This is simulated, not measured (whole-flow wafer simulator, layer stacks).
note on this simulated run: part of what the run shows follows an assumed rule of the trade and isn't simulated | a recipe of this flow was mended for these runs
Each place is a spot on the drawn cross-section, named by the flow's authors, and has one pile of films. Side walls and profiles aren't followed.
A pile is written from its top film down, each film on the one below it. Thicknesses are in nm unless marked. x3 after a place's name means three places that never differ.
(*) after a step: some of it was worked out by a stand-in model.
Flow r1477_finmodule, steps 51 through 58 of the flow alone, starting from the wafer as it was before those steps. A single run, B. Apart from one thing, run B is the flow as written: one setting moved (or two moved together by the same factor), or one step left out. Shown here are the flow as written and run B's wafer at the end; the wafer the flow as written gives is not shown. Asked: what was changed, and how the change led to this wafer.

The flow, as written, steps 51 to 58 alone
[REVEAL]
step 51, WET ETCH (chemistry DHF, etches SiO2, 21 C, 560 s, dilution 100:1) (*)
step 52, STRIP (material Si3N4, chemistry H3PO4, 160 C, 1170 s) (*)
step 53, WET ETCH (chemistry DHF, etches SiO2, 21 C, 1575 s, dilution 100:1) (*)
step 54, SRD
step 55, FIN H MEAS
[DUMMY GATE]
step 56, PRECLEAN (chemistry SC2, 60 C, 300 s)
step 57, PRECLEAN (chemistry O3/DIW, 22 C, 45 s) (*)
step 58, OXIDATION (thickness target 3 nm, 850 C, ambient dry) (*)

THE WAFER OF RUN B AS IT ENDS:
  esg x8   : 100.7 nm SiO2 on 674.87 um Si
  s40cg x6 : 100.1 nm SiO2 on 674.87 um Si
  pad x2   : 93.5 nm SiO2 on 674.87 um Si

The reason: step 53, WET ETCH: 1162 s was run, while the flow as written has 1575 s.

The path from the change to this, step by step:
  step 53, WET ETCH (chemistry DHF, etches SiO2, 21 C, 1575 s, dilution 100:1) (*)
      esg x8, s40cg x6, s40sg x6: SiO2 loses 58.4 (it would be, as written: SiO2 loses 79.1)
      pad x2: SiO2 loses 63.2 (it would be, as written: SiO2 loses 85.7)
